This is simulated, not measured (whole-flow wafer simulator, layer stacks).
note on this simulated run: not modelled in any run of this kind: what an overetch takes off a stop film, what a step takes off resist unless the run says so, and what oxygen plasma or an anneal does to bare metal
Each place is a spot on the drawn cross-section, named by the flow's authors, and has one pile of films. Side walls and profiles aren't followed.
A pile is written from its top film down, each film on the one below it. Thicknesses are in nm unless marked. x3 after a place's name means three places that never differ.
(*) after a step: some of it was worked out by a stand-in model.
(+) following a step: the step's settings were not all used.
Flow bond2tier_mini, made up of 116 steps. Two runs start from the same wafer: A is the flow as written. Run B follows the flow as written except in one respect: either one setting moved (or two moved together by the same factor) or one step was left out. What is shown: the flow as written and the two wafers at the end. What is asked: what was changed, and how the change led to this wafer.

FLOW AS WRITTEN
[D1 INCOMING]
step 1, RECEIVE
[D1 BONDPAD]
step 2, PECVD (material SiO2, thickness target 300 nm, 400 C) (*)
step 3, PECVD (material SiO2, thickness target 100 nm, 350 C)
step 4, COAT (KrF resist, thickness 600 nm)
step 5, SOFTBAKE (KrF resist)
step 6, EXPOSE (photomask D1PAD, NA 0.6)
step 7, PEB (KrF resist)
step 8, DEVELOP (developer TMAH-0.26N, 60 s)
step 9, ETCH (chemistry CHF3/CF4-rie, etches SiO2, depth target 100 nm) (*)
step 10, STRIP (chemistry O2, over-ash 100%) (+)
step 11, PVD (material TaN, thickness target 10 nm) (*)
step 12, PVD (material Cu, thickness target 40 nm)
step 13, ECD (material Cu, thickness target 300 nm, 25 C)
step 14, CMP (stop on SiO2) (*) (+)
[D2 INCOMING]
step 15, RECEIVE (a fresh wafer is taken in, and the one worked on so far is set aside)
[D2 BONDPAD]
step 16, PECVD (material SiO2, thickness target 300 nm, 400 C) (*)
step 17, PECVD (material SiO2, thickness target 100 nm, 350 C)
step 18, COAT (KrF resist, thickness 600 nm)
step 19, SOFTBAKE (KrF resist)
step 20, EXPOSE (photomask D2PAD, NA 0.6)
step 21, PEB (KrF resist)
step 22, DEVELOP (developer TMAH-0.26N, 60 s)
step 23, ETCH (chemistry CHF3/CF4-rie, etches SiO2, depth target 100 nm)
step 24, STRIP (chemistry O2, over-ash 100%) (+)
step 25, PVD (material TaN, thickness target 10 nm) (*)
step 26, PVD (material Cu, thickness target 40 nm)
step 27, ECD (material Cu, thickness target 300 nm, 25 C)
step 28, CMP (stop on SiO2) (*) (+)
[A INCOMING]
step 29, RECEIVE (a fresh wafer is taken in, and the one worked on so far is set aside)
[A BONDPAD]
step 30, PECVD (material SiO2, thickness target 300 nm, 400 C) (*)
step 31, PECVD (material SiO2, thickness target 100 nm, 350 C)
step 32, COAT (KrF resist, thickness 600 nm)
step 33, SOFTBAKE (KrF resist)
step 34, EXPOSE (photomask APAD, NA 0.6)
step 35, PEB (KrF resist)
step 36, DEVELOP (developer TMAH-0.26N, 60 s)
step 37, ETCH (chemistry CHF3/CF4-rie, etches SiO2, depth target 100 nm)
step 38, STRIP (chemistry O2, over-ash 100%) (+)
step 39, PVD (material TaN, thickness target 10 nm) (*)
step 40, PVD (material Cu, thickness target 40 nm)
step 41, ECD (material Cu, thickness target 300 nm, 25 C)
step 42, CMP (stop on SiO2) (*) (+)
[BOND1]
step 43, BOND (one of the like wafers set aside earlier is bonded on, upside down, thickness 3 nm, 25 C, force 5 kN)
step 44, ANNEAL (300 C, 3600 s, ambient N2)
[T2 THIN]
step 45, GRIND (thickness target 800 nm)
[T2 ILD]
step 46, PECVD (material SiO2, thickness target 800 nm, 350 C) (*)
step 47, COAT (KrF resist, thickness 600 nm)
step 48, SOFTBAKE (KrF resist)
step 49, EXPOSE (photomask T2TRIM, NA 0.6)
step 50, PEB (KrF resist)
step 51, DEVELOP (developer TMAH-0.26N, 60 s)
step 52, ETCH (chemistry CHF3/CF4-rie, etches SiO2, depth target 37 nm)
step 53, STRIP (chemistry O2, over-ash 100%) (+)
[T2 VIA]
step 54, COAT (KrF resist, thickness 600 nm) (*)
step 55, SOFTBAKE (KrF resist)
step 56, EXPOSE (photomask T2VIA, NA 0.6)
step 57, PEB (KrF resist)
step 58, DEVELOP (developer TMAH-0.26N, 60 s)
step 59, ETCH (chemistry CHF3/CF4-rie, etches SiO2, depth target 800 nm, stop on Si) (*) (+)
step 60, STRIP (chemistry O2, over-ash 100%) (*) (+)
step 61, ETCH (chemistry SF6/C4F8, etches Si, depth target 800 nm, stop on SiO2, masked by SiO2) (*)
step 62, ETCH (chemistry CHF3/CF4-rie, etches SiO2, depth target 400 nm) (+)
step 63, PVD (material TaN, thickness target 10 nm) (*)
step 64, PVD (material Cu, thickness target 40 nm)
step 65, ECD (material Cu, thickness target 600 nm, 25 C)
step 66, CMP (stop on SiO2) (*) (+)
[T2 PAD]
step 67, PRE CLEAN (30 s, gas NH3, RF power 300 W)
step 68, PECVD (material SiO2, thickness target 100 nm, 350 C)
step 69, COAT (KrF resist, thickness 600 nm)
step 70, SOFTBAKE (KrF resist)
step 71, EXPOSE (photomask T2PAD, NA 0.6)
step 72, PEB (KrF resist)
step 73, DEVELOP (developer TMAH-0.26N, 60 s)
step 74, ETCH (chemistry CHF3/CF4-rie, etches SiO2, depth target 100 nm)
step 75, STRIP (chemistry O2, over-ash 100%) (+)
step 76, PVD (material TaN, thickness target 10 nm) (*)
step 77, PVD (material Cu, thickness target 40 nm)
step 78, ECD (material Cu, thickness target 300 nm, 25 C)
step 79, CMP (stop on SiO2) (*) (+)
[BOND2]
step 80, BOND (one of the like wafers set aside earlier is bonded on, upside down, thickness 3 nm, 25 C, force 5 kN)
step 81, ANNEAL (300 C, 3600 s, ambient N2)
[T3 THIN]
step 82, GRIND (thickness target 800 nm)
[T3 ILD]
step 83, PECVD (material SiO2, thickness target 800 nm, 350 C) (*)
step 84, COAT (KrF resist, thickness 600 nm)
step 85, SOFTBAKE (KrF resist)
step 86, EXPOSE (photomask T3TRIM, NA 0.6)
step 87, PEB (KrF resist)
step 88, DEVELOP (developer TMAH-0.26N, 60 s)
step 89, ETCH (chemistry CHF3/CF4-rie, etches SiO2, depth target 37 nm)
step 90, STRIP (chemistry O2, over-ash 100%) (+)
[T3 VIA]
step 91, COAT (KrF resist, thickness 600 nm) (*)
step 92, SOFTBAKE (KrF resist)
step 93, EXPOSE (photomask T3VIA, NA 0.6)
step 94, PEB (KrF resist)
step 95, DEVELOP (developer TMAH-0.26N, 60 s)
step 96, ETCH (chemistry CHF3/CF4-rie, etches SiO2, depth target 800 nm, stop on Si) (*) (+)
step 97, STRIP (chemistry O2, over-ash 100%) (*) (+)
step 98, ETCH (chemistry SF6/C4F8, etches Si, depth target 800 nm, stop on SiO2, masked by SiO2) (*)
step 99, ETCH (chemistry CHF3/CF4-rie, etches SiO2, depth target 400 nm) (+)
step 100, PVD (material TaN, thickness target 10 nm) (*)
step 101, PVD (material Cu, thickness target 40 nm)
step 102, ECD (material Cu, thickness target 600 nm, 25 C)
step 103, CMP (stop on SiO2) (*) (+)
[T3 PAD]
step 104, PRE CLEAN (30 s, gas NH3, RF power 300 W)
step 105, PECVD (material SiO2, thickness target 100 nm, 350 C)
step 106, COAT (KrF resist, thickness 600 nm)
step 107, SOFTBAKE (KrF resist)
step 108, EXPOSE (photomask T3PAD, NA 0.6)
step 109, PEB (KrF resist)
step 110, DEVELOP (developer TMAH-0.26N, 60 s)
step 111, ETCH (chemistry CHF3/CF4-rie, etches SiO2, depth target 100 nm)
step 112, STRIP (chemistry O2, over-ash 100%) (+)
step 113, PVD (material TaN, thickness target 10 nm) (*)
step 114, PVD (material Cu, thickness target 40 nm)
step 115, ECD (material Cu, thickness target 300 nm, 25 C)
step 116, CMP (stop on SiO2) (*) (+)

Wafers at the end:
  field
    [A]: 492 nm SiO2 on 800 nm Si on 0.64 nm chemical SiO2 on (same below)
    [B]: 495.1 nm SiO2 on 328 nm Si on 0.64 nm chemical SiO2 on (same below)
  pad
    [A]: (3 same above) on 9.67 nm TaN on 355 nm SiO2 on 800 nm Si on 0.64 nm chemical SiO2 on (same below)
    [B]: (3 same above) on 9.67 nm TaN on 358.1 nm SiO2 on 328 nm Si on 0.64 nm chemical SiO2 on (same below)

The reason: step 82, GRIND: thickness target 328 nm was run, though the flow has thickness target 800 nm.
One can read it off the wafer: field has Si 328, and step 82 as written asks for 800 nm.

How this came from the change, step by step:
  step 82, GRIND (thickness target 800 nm)
      field, pad: A -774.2 um Si | B -774.67 um Si
  step 98, ETCH (chemistry SF6/C4F8, etches Si, depth target 800 nm, stop on SiO2, masked by SiO2) (*)
      field, pad: A -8 SiO2 | B -4.92 SiO2
